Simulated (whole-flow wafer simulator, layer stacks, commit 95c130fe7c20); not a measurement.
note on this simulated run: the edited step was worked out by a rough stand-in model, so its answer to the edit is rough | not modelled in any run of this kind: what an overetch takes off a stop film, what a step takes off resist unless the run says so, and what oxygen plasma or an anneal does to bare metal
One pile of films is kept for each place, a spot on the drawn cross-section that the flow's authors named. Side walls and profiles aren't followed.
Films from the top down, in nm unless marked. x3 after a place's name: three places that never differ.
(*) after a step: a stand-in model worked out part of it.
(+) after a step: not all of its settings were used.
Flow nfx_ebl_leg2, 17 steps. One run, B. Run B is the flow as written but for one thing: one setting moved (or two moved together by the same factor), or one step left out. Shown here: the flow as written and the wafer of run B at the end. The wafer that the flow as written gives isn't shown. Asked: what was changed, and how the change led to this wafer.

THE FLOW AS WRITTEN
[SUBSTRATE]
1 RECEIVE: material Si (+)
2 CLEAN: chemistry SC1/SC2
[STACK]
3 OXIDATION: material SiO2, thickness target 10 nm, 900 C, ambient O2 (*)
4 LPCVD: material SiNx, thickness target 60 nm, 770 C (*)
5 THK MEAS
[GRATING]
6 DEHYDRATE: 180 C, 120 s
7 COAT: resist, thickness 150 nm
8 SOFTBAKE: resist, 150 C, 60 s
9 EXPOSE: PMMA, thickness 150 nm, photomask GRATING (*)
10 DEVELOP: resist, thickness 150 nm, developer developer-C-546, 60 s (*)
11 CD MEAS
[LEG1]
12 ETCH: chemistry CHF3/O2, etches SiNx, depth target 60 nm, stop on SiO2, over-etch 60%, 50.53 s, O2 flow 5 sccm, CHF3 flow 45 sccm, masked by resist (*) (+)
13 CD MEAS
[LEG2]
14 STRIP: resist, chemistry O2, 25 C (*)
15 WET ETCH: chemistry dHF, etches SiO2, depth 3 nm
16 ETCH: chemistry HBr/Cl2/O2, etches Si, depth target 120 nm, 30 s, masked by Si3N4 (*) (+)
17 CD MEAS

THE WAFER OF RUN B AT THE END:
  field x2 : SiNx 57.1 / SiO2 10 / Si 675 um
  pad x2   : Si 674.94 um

The cause: step 16, ETCH: depth target 51 nm was run, where the flow has depth target 120 nm; step 16, ETCH: 12.8 s was run, where the flow has 30 s.

How the change led to this, step by step:
  16 ETCH: chemistry HBr/Cl2/O2, etches Si, depth target 120 nm, 30 s, masked by Si3N4 (*) (+)
      field x2: SiNx -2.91 (as written it would be: SiNx -6.82)
      pad x2: Si -51 (as written it would be: Si -120)
